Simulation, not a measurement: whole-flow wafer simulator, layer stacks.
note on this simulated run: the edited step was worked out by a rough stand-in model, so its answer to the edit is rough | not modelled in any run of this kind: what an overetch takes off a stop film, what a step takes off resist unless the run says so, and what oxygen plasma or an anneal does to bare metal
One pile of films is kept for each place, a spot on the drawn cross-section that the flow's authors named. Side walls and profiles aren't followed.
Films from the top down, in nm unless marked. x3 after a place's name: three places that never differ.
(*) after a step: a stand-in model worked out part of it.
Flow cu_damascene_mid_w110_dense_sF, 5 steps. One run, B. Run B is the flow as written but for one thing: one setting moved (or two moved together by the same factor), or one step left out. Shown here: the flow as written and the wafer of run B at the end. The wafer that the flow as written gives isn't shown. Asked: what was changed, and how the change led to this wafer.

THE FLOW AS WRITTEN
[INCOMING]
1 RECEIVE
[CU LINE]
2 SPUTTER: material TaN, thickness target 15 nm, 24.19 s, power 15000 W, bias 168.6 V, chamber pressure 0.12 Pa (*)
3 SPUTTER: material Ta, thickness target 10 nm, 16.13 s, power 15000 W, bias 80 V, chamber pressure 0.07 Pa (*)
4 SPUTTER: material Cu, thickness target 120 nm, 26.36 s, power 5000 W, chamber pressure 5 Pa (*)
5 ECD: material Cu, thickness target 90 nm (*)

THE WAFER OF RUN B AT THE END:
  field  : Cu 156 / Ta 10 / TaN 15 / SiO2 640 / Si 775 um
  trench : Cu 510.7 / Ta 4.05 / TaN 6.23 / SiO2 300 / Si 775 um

The cause: step 5, ECD: thickness target 36 nm was run, where the flow has thickness target 90 nm.

How the change led to this, step by step:
  5 ECD: material Cu, thickness target 90 nm (*)
      field: Cu +36 (as written it would be: Cu +90)
      trench: Cu +475 (as written it would be: Cu +529)
